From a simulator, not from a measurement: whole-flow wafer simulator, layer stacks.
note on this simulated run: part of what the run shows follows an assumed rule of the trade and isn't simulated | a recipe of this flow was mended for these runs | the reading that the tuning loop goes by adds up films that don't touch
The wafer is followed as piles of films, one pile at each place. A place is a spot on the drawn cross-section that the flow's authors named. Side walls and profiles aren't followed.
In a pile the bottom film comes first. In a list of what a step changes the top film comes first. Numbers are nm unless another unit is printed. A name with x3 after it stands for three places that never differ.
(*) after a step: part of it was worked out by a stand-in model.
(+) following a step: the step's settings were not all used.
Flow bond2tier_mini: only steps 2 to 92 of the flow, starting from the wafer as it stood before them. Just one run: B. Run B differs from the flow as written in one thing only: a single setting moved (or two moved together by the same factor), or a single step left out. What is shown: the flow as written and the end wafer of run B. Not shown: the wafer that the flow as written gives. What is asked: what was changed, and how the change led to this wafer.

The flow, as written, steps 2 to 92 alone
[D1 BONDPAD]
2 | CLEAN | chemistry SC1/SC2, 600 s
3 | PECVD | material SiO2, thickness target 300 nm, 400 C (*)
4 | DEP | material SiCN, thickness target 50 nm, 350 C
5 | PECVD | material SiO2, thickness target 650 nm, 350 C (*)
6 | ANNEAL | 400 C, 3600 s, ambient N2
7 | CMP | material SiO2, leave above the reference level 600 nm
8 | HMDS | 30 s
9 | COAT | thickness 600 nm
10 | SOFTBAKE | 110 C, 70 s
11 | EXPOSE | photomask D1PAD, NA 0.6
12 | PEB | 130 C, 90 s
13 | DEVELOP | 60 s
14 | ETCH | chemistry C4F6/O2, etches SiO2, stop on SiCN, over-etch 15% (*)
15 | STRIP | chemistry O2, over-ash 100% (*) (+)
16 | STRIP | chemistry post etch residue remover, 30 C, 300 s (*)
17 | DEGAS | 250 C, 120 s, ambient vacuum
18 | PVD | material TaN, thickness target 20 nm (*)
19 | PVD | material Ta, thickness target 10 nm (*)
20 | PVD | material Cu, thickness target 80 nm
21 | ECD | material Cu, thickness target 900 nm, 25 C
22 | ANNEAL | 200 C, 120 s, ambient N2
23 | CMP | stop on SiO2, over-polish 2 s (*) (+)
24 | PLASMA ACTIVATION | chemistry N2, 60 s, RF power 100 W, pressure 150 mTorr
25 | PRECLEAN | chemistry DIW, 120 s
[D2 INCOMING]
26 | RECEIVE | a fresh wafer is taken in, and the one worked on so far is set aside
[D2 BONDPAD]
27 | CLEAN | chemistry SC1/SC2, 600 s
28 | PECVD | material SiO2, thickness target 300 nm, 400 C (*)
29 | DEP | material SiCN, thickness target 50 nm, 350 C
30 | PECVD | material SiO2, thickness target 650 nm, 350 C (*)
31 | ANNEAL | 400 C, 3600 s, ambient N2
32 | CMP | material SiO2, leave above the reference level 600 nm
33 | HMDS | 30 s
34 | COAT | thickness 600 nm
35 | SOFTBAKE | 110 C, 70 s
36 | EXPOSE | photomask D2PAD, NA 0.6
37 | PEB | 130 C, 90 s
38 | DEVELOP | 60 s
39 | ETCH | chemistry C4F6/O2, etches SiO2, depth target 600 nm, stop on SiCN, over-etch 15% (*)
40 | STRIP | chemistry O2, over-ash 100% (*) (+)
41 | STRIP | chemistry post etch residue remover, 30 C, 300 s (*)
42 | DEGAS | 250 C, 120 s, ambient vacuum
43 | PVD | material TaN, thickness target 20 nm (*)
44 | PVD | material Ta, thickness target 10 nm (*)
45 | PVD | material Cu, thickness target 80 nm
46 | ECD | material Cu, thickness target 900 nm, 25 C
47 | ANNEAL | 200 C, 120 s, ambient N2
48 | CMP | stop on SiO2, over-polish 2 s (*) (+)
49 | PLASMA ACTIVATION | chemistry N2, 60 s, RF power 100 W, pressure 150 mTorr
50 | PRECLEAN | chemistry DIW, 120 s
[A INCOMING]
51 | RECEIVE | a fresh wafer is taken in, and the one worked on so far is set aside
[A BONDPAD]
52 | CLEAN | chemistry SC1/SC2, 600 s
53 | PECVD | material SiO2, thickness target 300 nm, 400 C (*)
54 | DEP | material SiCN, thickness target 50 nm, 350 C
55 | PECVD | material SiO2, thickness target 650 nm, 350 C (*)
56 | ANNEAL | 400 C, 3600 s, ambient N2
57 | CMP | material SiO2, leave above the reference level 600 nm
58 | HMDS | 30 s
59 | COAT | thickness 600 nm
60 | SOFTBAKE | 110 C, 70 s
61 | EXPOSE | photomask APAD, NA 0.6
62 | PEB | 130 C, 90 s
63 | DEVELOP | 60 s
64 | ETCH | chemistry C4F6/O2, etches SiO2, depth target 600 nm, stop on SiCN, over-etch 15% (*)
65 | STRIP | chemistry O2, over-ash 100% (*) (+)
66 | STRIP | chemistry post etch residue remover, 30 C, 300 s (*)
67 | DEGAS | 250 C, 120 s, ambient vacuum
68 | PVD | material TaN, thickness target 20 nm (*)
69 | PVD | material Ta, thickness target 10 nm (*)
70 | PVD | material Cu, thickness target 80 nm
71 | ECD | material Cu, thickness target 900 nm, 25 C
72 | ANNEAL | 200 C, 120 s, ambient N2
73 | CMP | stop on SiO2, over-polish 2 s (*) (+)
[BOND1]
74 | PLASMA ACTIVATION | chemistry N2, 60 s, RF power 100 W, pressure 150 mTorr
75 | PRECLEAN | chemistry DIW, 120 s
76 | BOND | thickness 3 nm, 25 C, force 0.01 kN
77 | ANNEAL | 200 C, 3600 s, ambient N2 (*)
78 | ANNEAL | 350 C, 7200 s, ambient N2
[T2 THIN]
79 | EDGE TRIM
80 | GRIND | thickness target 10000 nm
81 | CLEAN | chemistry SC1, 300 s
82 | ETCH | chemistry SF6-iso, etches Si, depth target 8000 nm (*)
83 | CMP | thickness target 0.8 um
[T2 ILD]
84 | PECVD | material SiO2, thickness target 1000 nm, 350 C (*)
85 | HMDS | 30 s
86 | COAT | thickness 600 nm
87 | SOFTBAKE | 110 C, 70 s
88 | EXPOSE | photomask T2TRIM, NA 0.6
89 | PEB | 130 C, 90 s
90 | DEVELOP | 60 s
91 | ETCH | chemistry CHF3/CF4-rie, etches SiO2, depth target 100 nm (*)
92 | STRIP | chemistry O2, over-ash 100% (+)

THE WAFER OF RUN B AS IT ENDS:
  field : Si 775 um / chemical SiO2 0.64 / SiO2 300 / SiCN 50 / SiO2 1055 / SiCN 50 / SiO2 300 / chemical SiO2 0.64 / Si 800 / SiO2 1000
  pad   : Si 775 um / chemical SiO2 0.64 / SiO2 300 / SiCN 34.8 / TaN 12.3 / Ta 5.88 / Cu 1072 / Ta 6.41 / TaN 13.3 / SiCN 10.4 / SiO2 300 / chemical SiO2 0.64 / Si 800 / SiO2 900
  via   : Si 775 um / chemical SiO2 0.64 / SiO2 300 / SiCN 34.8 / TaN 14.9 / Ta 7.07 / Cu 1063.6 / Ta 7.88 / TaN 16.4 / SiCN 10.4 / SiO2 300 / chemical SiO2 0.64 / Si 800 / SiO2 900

Cause: step 5, PECVD: thickness target 455 nm was run, while the flow as written has thickness target 650 nm.

How this came from the change, step by step:
  5 | PECVD | material SiO2, thickness target 650 nm, 350 C (*)
      field, pad, via: SiO2 gains 455 (new film) (as written it would have been: SiO2 gains 650 (new film))
  7 | CMP | material SiO2, leave above the reference level 600 nm
      field, pad, via: nothing (as written it would have been: SiO2 loses 50)
  14 | ETCH | chemistry C4F6/O2, etches SiO2, stop on SiCN, over-etch 15% (*)
      pad, via: SiO2 loses 455 (all of it), SiCN loses 39.6 (as written it would have been: SiO2 loses 600 (all of it), SiCN loses 15.2)
      field: thick-KrF-resist loses 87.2 (as written it would have been: thick-KrF-resist loses 115)
  15 | STRIP | chemistry O2, over-ash 100% (*) (+)
      field: thick-KrF-resist loses 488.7 (all of it) (as written it would have been: thick-KrF-resist loses 460.9 (all of it))
  18 | PVD | material TaN, thickness target 20 nm (*)
      pad: TaN gains 13.3 (new film) (as written it would have been: TaN gains 12.3 (new film))
      via: TaN gains 16.4 (new film) (as written it would have been: TaN gains 14.9 (new film))
  19 | PVD | material Ta, thickness target 10 nm (*)
      pad: Ta gains 6.41 (new film) (as written it would have been: Ta gains 5.88 (new film))
      via: Ta gains 7.88 (new film) (as written it would have been: Ta gains 7.07 (new film))
  20 | PVD | material Cu, thickness target 80 nm
      pad: Cu gains 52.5 (new film) (as written it would have been: Cu gains 48.4 (new film))
      via: Cu gains 65 (new film) (as written it would have been: Cu gains 59 (new film))
  21 | ECD | material Cu, thickness target 900 nm, 25 C
      pad: Cu gains 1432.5 (as written it would have been: Cu gains 1558.7)
      via: Cu gains 1415.4 (as written it would have been: Cu gains 1544.3)
  76 | BOND | thickness 3 nm, 25 C, force 0.01 kN
      field: Si gains 775 um (new film), chemical SiO2 gains 0.64 (new film), SiO2 gains 300 (new film), SiCN gains 50 (new film), SiO2 gains 455 (as written it would have been: Si gains 775 um (new film), chemical SiO2 gains 0.64 (new film), SiO2 gains 300 (new film), SiCN gains 50 (new film), SiO2 gains 600)
      pad: Si gains 775 um (new film), chemical SiO2 gains 0.64 (new film), SiO2 gains 300 (new film), SiCN gains 10.4 (new film), TaN gains 13.3 (new film), Ta gains 6.41 (new film), Cu gains 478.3 (as written it would have been: Si gains 775 um (new film), chemical SiO2 gains 0.64 (new film), SiO2 gains 300 (new film), SiCN gains 34.8 (new film), TaN gains 12.3 (new film), Ta gains 5.88 (new film), Cu gains 600.4)
      (as well as at 1 more place)
